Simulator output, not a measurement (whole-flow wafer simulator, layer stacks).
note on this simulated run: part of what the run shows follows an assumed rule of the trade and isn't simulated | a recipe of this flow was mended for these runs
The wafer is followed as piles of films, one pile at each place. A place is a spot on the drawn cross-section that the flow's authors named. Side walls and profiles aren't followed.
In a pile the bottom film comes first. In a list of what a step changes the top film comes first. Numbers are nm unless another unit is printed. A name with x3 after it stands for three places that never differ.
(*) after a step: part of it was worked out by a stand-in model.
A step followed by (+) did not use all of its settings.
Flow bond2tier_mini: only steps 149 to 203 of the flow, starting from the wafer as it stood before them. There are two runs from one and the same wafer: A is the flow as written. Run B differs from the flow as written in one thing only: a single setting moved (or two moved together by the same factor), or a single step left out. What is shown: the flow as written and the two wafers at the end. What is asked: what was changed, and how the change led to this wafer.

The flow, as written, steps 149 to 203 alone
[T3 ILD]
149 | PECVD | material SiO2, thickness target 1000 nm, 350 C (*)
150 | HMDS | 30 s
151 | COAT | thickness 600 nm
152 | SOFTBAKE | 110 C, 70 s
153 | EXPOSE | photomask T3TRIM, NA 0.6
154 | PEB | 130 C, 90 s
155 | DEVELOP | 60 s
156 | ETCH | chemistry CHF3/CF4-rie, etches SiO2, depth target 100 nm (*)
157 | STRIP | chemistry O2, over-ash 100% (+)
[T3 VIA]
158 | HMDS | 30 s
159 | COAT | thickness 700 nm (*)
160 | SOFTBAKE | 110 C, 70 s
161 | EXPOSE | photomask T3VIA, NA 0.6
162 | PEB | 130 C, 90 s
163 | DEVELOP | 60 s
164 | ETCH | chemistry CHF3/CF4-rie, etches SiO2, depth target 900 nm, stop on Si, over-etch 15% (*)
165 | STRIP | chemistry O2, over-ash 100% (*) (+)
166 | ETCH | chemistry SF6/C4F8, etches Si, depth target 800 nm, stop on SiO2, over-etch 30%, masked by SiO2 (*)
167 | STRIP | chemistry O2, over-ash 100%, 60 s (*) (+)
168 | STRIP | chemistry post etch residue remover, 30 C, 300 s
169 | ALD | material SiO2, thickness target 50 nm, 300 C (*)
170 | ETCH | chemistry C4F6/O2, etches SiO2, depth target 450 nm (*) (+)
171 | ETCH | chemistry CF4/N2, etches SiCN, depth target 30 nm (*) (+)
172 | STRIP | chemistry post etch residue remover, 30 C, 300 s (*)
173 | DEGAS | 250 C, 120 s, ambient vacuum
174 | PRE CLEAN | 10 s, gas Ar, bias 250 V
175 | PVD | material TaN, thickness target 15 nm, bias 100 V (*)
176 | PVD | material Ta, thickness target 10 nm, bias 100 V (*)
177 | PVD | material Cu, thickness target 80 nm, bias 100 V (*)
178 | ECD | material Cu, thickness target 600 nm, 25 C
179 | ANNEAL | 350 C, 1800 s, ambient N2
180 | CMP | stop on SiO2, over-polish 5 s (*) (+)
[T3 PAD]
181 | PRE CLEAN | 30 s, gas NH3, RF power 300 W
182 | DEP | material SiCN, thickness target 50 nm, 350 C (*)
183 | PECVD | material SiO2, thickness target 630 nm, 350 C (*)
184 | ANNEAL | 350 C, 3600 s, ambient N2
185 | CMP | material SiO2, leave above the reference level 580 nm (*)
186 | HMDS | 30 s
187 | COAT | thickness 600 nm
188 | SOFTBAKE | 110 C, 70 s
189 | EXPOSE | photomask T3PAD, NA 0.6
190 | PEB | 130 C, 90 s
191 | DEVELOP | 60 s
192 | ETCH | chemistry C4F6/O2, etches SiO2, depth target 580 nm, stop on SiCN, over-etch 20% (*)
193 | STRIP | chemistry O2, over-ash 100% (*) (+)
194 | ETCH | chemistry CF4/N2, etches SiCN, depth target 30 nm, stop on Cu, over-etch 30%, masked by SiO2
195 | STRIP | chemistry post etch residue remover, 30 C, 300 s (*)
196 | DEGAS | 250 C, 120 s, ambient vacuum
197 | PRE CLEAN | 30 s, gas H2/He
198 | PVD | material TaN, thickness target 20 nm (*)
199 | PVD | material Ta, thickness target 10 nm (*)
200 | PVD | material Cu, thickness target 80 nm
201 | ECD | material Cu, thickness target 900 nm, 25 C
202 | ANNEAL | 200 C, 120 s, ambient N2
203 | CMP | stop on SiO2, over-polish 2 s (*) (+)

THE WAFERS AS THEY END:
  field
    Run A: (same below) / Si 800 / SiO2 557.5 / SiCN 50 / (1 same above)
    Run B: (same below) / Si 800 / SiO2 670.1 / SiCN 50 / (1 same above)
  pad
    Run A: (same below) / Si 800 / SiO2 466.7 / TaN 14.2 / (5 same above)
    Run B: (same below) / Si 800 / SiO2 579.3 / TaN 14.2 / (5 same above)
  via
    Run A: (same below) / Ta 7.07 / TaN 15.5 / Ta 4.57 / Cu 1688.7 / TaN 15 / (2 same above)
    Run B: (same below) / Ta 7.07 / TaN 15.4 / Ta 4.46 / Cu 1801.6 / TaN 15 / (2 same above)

Cause: step 149, PECVD: thickness target 1113 nm was run, though the flow has thickness target 1000 nm.

Step by step, how the change led to this:
  149 | PECVD | material SiO2, thickness target 1000 nm, 350 C (*)
      field, pad, via: A SiO2 gains 1000 (new film) | B SiO2 gains 1112.7 (new film)
  164 | ETCH | chemistry CHF3/CF4-rie, etches SiO2, depth target 900 nm, stop on Si, over-etch 15% (*)
      via: A SiO2 loses 900 (all of it), Si loses 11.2 | B SiO2 loses 1012.7 (all of it), Si loses 1.86
  177 | PVD | material Cu, thickness target 80 nm, bias 100 V (*)
      via: A Cu gains 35 (new film) | B Cu gains 34 (new film)
  178 | ECD | material Cu, thickness target 600 nm, 25 C
      via: A Cu gains 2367 | B Cu gains 2480.8
